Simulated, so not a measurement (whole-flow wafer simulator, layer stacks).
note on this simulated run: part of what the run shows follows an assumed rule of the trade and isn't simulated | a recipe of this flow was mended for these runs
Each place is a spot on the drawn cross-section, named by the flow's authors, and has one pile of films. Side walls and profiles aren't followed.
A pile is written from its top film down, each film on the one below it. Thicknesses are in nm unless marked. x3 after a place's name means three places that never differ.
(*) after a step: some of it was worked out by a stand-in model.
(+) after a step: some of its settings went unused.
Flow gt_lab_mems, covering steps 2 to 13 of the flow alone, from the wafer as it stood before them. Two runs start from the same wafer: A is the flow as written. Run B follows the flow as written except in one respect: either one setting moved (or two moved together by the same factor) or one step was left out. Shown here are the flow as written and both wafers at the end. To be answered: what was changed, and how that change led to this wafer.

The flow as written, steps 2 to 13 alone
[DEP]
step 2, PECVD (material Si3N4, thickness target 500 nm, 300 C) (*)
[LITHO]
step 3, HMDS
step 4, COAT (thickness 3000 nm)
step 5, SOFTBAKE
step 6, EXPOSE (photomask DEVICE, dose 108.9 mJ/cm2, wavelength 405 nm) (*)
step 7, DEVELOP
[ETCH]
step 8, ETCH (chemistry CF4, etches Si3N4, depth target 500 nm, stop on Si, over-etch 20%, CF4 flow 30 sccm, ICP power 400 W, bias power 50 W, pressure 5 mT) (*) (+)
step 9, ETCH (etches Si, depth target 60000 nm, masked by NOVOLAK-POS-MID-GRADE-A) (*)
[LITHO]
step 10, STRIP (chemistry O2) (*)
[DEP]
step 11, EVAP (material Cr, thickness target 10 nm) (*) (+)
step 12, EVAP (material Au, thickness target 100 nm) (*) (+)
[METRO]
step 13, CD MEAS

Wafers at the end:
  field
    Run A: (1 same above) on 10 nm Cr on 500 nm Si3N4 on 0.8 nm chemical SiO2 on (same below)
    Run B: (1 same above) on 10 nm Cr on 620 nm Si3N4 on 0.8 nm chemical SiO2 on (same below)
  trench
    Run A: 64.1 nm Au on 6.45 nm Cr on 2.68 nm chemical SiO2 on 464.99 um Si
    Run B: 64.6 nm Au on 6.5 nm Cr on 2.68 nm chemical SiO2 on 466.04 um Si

The reason: step 2, PECVD: thickness target 620 nm was run, whereas the flow has thickness target 500 nm.
The wafer lets one read it off: field has Si3N4 620, and step 2 as written asks for 500 nm.

The path from the change to this, step by step:
  step 2, PECVD (material Si3N4, thickness target 500 nm, 300 C) (*)
      field, trench: A +500 Si3N4 (new film) | B +620 Si3N4 (new film)
  step 8, ETCH (chemistry CF4, etches Si3N4, depth target 500 nm, stop on Si, over-etch 20%, CF4 flow 30 sccm, ICP power 400 W, bias power 50 W, pressure 5 mT) (*) (+)
      trench: A -500 Si3N4 (all of it), -0.8 chemical SiO2 (all of it), -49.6 Si | B -600 Si3N4
  step 9, ETCH (etches Si, depth target 60000 nm, masked by NOVOLAK-POS-MID-GRADE-A) (*)
      trench: A -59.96 um Si | B -20 Si3N4 (all of it), -0.8 chemical SiO2 (all of it), -58.96 um Si
